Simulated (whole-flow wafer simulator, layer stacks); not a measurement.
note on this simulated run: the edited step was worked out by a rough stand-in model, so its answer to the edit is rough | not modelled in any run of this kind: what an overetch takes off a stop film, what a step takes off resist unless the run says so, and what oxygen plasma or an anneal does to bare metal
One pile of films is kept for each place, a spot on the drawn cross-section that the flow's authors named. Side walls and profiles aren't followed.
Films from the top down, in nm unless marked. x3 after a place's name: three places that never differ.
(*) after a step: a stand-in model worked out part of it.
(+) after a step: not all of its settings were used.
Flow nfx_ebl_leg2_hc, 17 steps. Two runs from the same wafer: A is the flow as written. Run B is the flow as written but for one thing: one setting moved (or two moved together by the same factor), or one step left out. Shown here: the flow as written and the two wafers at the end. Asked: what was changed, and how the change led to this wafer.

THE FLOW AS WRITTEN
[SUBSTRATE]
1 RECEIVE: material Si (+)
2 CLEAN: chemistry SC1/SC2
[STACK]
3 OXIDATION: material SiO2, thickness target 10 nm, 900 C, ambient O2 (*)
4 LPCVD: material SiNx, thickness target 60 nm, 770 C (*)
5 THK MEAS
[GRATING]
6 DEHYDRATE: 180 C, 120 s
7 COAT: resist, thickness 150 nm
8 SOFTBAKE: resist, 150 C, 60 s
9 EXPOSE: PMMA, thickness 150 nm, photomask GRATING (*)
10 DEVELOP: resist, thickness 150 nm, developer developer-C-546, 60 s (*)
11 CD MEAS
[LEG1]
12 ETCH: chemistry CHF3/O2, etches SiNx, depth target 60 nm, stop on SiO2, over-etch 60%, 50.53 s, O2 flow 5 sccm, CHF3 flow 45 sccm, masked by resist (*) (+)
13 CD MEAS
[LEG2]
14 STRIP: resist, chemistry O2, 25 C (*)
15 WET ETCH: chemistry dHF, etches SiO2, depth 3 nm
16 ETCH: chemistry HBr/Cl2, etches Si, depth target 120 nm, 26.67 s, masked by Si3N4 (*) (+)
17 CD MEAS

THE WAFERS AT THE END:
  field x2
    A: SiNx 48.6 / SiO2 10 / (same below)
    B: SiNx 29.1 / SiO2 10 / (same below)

The cause: step 4, LPCVD: thickness target 40.5 nm was run, where the flow has thickness target 60 nm.

How the change led to this, step by step:
  4 LPCVD: material SiNx, thickness target 60 nm, 770 C (*)
      field x2, pad x2: A SiNx +60 (new film) | B SiNx +40.5 (new film)
  12 ETCH: chemistry CHF3/O2, etches SiNx, depth target 60 nm, stop on SiO2, over-etch 60%, 50.53 s, O2 flow 5 sccm, CHF3 flow 45 sccm, masked by resist (*) (+)
      pad x2: A SiNx -60 (all of it), SiO2 -10 (all of it) | B SiNx -40.5 (all of it), SiO2 -10 (all of it)
